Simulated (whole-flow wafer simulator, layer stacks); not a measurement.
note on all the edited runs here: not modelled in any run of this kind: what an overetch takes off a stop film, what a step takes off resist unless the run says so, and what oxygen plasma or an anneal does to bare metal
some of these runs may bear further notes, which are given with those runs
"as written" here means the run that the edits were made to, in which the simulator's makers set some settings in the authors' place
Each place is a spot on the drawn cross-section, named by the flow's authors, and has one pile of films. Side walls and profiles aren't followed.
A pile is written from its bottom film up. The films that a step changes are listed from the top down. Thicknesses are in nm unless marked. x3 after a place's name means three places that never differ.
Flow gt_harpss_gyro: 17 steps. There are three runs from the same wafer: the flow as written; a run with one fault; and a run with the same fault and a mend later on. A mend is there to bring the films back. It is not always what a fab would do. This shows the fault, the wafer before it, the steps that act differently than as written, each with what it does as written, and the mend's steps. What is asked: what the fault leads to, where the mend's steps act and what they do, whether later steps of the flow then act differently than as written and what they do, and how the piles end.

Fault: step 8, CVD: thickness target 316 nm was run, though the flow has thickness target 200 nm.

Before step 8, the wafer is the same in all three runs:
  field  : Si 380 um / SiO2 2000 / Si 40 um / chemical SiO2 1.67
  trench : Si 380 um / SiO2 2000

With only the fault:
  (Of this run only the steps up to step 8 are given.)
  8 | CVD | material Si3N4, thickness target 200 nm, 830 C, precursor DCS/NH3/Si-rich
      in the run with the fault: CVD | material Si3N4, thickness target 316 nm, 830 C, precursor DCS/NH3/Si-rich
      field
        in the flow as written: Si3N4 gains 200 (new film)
        in the run with the fault: Si3N4 gains 316 (new film)
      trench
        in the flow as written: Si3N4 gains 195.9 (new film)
        in the run with the fault: Si3N4 gains 308.7 (new film)
  After step 8, at field, trench, the piles differ from the flow's by more than 2% or 0.5 nm, whichever is larger.
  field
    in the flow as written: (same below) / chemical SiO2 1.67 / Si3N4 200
    in the run with the fault: (same below) / chemical SiO2 1.67 / Si3N4 316
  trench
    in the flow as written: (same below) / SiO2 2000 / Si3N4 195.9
    in the run with the fault: (same below) / SiO2 2000 / Si3N4 308.7

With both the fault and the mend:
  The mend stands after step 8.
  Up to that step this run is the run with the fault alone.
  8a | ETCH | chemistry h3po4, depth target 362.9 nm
      field
        Si3N4 loses 316 (all of it)
      trench
        Si3N4 loses 308.7 (all of it)
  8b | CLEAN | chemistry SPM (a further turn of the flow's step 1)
      alters no film at any place that is followed
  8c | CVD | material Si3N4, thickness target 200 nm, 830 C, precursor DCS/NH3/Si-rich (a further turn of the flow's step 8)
      field
        Si3N4 gains 200 (new film)
      trench
        Si3N4 gains 195.9 (new film)
  Later steps of the flow that are run all act as written at every place that is followed.
  At every place that both follow, the piles at the end match the flow's.
